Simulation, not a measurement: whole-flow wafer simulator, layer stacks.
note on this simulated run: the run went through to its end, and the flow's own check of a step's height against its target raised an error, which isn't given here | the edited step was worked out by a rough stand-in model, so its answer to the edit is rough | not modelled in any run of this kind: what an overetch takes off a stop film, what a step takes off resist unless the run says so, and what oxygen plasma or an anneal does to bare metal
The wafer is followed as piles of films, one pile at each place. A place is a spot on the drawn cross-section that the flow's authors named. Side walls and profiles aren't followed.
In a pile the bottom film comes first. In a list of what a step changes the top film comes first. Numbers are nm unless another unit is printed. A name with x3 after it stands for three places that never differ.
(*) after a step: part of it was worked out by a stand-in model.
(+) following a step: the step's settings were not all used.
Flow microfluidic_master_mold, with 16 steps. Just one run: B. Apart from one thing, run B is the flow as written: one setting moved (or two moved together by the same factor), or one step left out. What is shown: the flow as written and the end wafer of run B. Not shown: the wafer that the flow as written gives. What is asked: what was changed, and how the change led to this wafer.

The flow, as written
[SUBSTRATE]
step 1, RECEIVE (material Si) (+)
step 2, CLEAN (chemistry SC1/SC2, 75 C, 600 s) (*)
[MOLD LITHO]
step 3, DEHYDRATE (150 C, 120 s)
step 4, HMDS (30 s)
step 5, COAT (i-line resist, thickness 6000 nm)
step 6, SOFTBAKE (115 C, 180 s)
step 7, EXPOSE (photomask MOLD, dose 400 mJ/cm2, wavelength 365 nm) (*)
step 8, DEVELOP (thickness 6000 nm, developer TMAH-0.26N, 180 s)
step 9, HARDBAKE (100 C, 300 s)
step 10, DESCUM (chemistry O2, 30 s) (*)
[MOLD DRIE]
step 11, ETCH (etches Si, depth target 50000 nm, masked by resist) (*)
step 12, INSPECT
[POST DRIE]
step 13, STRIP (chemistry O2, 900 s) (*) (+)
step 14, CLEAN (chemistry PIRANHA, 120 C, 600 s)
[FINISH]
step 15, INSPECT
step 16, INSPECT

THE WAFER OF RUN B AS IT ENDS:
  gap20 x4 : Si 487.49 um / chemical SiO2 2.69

The reason: step 11, ETCH: depth target 37500 nm was run, though the flow has depth target 50000 nm.

Step by step, how the change led to this:
  step 11, ETCH (etches Si, depth target 50000 nm, masked by resist) (*)
      gap20 x4: chemical SiO2 loses 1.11 (all of it), Si loses 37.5 um (in the flow as written it would be: chemical SiO2 loses 1.11 (all of it), Si loses 50 um)
      ridge: i-line resist loses 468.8 (in the flow as written it would be: i-line resist loses 625)
  step 13, STRIP (chemistry O2, 900 s) (*) (+)
      ridge: i-line resist loses 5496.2 (all of it), chemical SiO2 gains 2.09, Si loses 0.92 (in the flow as written it would be: i-line resist loses 5339.9 (all of it), chemical SiO2 gains 2.09, Si loses 0.92)
